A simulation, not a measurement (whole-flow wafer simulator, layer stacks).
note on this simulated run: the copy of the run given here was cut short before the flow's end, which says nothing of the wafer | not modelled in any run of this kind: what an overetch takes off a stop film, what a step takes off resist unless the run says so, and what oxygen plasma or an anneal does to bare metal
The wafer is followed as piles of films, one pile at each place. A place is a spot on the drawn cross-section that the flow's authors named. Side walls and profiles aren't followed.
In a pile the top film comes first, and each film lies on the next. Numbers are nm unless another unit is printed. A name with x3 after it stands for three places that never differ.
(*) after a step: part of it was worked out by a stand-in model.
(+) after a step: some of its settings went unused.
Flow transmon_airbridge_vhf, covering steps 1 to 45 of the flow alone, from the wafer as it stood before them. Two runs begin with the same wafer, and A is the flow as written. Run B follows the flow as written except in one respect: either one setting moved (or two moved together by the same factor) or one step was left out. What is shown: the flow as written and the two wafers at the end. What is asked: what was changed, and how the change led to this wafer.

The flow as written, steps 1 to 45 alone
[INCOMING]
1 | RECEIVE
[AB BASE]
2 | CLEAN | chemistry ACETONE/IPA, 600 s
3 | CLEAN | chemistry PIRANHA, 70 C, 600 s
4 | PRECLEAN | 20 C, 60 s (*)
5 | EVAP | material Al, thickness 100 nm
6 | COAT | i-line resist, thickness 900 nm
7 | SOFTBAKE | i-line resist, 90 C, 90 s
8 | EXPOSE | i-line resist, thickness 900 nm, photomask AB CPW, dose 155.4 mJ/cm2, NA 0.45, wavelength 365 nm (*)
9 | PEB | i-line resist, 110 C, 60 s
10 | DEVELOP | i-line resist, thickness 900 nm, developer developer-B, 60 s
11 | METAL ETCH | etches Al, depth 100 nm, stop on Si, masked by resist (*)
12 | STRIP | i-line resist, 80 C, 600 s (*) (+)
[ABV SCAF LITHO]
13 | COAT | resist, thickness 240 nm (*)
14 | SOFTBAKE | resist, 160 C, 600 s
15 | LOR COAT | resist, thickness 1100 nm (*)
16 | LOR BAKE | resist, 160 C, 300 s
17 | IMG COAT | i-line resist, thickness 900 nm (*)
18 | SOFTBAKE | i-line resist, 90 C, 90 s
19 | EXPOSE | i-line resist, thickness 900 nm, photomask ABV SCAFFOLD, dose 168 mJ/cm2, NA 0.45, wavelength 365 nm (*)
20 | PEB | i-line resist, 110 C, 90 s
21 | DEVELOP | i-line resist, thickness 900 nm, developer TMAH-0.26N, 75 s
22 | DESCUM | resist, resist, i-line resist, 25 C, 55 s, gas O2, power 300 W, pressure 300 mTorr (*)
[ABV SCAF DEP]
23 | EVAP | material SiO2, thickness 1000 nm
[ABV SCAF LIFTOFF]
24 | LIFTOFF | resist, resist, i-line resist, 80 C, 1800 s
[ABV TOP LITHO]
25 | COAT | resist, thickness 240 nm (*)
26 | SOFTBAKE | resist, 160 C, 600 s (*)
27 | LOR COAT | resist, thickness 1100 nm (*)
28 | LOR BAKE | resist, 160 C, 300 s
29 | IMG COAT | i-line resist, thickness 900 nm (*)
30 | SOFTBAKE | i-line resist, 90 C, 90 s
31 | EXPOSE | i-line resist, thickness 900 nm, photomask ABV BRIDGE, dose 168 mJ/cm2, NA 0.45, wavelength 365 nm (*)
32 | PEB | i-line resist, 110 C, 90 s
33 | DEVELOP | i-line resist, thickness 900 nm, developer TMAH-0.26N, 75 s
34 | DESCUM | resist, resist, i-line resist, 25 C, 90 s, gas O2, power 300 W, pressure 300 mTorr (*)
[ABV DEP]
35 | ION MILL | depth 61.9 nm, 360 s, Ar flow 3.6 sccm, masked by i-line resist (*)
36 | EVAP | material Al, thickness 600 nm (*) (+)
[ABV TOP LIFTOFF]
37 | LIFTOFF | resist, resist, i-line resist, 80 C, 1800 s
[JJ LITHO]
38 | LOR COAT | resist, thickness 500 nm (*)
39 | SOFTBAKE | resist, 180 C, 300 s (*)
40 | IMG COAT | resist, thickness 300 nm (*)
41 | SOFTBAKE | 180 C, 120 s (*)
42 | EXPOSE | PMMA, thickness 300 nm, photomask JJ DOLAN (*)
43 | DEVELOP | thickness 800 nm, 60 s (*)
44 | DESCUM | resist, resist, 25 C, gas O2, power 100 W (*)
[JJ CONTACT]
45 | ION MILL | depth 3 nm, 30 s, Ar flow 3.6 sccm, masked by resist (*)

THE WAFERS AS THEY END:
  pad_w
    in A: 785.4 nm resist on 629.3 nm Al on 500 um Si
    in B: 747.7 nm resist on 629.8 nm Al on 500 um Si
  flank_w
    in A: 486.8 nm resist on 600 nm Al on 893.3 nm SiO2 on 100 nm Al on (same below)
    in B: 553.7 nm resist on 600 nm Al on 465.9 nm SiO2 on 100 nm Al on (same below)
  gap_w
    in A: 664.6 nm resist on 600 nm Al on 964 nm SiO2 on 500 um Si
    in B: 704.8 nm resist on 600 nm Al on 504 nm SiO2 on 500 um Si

Cause: step 23, EVAP: thickness 540 nm was run, while the flow as written has thickness 1000 nm.

The path from the change to this, step by step:
  23 | EVAP | material SiO2, thickness 1000 nm
      field x3, jj_line, ground_far and 10 more: A SiO2 gains 1000 (new film) | B SiO2 gains 540 (new film)
      flank_w, flank_e: A SiO2 gains 929.3 (new film) | B SiO2 gains 501.8 (new film)
  24 | LIFTOFF | resist, resist, i-line resist, 80 C, 1800 s
      field x3, jj_line, trace_open_s x2: A SiO2 loses 1000 (all of it), i-line resist loses 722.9 (all of it), resist loses 1340 (all of it) | B SiO2 loses 540 (all of it), i-line resist loses 722.9 (all of it), resist loses 1340 (all of it)
      pad_w, pad_e: A SiO2 loses 1000 (all of it), i-line resist loses 718 (all of it), resist loses 1330.2 (all of it) | B SiO2 loses 540 (all of it), i-line resist loses 718 (all of it), resist loses 1330.2 (all of it)
      (as well as at 1 more place)
  25 | COAT | resist, thickness 240 nm (*)
      flank_w, flank_e: A resist gains 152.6 (new film) | B resist gains 169.3 (new film)
      gap_w, gap_e: A resist gains 210.7 (new film) | B resist gains 230.1 (new film)
      (as well as at 6 more places)
  27 | LOR COAT | resist, thickness 1100 nm (*)
      gap_w, gap_e: A resist gains 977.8 | B resist gains 1043
      margin_s, margin_n: A resist gains 823.4 | B resist gains 940.4
      (as well as at 6 more places)
  29 | IMG COAT | i-line resist, thickness 900 nm (*)
      gap_w, gap_e: A i-line resist gains 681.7 (new film) | B i-line resist gains 794.5 (new film)
      margin_s, margin_n: A i-line resist gains 603.2 (new film) | B i-line resist gains 747.5 (new film)
      (as well as at 7 more places)
  32 | PEB | i-line resist, 110 C, 90 s
      pad_w, pad_e: A i-line resist loses 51 | B i-line resist loses 48.7
      flank_w, flank_e: A i-line resist loses 38.3 | B i-line resist loses 42.8
      (as well as at 7 more places)
  33 | DEVELOP | i-line resist, thickness 900 nm, developer TMAH-0.26N, 75 s
      gap_w, gap_e: A i-line resist loses 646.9 (all of it), resist loses 977.8 | B i-line resist loses 753.8 (all of it), resist loses 1043
      pad_w: A i-line resist loses 937.2 (all of it), resist loses 1247.8 | B i-line resist loses 896.9 (all of it), resist loses 1175.1
      (as well as at 5 more places)
  34 | DESCUM | resist, resist, i-line resist, 25 C, 90 s, gas O2, power 300 W, pressure 300 mTorr (*)
      flank_w, flank_e: A resist loses 152.6 (all of it) | B resist loses 169.3 (all of it)
      gap_w, gap_e: A resist loses 210.7 (all of it) | B resist loses 230.1 (all of it)
      (as well as at 4 more places)
  37 | LIFTOFF | resist, resist, i-line resist, 80 C, 1800 s
      margin_s, margin_n: A Al loses 600 (all of it), i-line resist loses 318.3 (all of it), resist loses 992 (all of it) | B Al loses 600 (all of it), i-line resist loses 455.1 (all of it), resist loses 1135.4 (all of it)
      ground_far: A Al loses 600 (all of it), i-line resist loses 717.9 (all of it), resist loses 1384.9 (all of it) | B Al loses 600 (all of it), i-line resist loses 660.5 (all of it), resist loses 1367.6 (all of it)
  38 | LOR COAT | resist, thickness 500 nm (*)
      pad_w, pad_e: A resist gains 517 (new film) | B resist gains 491.4 (new film)
      flank_w, flank_e: A resist gains 306.5 (new film) | B resist gains 361.8 (new film)
      (as well as at 6 more places)
  40 | IMG COAT | resist, thickness 300 nm (*)
      pad_w, pad_e: A resist gains 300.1 | B resist gains 288.1
      flank_w, flank_e: A resist gains 212.1 | B resist gains 223.8
      (as well as at 6 more places)
